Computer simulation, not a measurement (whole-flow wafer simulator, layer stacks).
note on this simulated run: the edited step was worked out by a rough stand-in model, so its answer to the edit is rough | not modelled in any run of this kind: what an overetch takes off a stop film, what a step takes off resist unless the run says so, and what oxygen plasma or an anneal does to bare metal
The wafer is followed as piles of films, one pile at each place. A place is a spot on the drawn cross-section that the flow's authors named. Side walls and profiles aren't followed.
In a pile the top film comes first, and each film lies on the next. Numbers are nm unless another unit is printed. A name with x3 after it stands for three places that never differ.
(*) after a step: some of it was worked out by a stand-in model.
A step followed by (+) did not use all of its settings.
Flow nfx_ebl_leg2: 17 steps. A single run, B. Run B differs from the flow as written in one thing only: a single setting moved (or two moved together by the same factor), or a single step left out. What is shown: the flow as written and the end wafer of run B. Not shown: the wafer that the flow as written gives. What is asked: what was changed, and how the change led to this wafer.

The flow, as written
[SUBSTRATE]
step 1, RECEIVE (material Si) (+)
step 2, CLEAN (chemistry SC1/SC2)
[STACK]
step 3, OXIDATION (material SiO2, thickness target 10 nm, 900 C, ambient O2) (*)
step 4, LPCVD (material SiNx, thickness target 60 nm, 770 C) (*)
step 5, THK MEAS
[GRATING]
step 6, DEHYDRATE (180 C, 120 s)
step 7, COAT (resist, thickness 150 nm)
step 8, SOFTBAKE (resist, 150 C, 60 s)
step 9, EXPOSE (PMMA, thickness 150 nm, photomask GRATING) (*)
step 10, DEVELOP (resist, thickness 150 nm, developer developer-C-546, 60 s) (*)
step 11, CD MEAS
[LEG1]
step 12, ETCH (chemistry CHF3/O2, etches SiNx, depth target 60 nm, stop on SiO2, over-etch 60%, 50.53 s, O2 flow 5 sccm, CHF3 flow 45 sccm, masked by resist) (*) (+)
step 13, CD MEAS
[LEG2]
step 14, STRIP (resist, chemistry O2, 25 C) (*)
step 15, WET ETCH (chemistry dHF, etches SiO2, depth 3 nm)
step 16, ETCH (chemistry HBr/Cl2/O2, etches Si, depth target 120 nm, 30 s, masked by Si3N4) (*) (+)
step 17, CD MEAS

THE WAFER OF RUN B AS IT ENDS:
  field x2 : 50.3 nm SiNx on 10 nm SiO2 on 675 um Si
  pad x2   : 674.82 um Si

What caused this: step 16, ETCH: depth target 171 nm was run, whereas the flow has depth target 120 nm; step 16, ETCH: 42.8 s was run, where the flow has 30 s.

Step by step, how the change led to this:
  step 16, ETCH (chemistry HBr/Cl2/O2, etches Si, depth target 120 nm, 30 s, masked by Si3N4) (*) (+)
      field x2: -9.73 SiNx (as written it would have been: -6.82 SiNx)
      pad x2: -171 Si (as written it would have been: -120 Si)
